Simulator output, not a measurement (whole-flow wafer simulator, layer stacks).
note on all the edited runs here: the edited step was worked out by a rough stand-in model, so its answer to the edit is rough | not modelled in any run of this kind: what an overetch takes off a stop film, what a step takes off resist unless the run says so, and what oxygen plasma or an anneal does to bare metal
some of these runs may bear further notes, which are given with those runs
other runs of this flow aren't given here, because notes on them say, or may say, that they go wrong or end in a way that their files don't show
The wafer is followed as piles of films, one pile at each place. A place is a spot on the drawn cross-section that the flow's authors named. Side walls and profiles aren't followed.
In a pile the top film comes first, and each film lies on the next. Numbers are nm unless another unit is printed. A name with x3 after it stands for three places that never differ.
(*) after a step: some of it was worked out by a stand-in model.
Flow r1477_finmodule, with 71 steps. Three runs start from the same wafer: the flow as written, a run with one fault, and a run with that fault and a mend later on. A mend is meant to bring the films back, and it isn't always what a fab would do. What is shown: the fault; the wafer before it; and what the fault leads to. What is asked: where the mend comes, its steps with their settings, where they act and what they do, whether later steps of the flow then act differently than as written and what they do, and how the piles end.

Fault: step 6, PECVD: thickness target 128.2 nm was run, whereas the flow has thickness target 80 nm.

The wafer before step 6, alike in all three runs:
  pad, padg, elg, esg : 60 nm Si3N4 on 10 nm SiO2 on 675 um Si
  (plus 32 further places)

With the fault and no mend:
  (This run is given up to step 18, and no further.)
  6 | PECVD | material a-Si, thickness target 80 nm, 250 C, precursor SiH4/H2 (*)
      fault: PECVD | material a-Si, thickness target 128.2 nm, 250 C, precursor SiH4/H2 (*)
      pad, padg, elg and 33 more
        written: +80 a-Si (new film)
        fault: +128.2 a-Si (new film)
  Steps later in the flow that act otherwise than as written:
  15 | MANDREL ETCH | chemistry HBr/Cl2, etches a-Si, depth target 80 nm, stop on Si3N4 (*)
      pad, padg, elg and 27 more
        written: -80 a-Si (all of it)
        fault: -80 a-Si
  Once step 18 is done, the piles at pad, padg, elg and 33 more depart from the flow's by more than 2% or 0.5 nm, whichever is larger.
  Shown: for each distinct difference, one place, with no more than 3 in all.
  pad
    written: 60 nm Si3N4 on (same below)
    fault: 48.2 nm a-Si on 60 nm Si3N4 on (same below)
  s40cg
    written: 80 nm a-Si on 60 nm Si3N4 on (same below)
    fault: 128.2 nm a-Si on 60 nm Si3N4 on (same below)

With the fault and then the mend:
  After step 7 comes the mend.
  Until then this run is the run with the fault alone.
  7a | ETCH | chemistry tmah, depth target 48.2 nm
      pad, padg, elg and 33 more
        -48.2 a-Si
  Every later step of the flow that is run acts as written at every place that is followed.
  By the end, the piles equal the flow's at every place that both follow.
